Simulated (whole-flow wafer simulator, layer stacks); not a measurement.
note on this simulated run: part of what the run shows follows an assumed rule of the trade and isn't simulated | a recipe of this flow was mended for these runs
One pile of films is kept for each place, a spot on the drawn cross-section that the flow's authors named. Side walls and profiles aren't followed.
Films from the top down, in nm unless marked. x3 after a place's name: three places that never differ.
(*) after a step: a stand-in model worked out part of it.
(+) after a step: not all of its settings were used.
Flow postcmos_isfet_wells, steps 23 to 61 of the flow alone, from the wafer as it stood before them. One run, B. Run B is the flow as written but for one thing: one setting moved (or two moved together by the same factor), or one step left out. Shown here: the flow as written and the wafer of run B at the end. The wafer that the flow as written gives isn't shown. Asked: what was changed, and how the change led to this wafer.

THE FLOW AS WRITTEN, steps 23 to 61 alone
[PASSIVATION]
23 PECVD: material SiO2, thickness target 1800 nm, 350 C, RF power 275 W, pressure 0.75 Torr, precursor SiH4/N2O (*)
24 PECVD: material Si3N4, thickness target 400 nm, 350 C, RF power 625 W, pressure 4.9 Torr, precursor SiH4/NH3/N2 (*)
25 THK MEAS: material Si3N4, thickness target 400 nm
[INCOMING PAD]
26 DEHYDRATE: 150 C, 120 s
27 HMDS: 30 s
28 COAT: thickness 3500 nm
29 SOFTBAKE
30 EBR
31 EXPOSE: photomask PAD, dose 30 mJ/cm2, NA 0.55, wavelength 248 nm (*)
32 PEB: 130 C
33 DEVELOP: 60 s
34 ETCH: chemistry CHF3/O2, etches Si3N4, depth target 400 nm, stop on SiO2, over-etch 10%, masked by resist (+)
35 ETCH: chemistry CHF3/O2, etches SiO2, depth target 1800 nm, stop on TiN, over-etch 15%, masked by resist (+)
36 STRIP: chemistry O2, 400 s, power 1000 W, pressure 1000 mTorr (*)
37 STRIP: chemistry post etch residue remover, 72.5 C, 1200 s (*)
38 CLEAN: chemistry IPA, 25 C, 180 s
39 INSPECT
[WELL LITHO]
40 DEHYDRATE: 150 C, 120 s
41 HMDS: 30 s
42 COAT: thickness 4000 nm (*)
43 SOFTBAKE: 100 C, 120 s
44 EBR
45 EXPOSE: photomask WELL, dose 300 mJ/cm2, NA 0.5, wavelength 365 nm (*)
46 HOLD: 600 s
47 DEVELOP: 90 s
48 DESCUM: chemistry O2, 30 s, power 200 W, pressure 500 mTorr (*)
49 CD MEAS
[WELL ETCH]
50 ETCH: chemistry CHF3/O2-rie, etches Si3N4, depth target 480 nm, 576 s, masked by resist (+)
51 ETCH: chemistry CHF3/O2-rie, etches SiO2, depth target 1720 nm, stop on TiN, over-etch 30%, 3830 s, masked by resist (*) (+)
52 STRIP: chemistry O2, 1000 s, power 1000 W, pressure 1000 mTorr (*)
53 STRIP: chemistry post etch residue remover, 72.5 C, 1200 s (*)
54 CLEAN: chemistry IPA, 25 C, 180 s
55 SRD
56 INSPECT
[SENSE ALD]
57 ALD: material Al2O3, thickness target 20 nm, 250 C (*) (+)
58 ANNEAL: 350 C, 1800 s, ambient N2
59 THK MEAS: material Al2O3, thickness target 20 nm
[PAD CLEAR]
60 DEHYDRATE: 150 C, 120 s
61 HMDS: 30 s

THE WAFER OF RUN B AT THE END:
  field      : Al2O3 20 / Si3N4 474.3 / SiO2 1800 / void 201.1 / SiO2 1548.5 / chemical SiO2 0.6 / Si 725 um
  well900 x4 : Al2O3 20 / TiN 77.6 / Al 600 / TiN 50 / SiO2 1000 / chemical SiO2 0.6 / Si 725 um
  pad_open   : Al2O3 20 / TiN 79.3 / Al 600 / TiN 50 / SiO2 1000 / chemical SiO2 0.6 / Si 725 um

The cause: step 24, PECVD: thickness target 475 nm was run, where the flow has thickness target 400 nm.

How the change led to this, step by step:
  24 PECVD: material Si3N4, thickness target 400 nm, 350 C, RF power 625 W, pressure 4.9 Torr, precursor SiH4/NH3/N2 (*)
      field, margin x2, well900 x4, pad_clr, pad_open: Si3N4 +475 (new film) (as written it would be: Si3N4 +400 (new film))
  34 ETCH: chemistry CHF3/O2, etches Si3N4, depth target 400 nm, stop on SiO2, over-etch 10%, masked by resist (+)
      pad_open: Si3N4 -440 (as written it would be: Si3N4 -400 (all of it), SiO2 -20)
  35 ETCH: chemistry CHF3/O2, etches SiO2, depth target 1800 nm, stop on TiN, over-etch 15%, masked by resist (+)
      pad_open: Si3N4 -35 (all of it), SiO2 -1800 (all of it), TiN -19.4 (as written it would be: SiO2 -1780 (all of it), TiN -24.2)
  43 SOFTBAKE: 100 C, 120 s
      pad_clr: thick-g/i-line-resist -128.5 (as written it would be: thick-g/i-line-resist -123)
      pad_open: thick-g/i-line-resist +74.8 (as written it would be: thick-g/i-line-resist +73)
  50 ETCH: chemistry CHF3/O2-rie, etches Si3N4, depth target 480 nm, 576 s, masked by resist (+)
      well900 x4: Si3N4 -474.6 (all of it), SiO2 -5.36 (as written it would be: Si3N4 -399.6 (all of it), SiO2 -80.4)
  51 ETCH: chemistry CHF3/O2-rie, etches SiO2, depth target 1720 nm, stop on TiN, over-etch 30%, 3830 s, masked by resist (*) (+)
      well900 x4: SiO2 -1794.6 (all of it), TiN -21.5 (as written it would be: SiO2 -1719.6 (all of it), TiN -20.6)
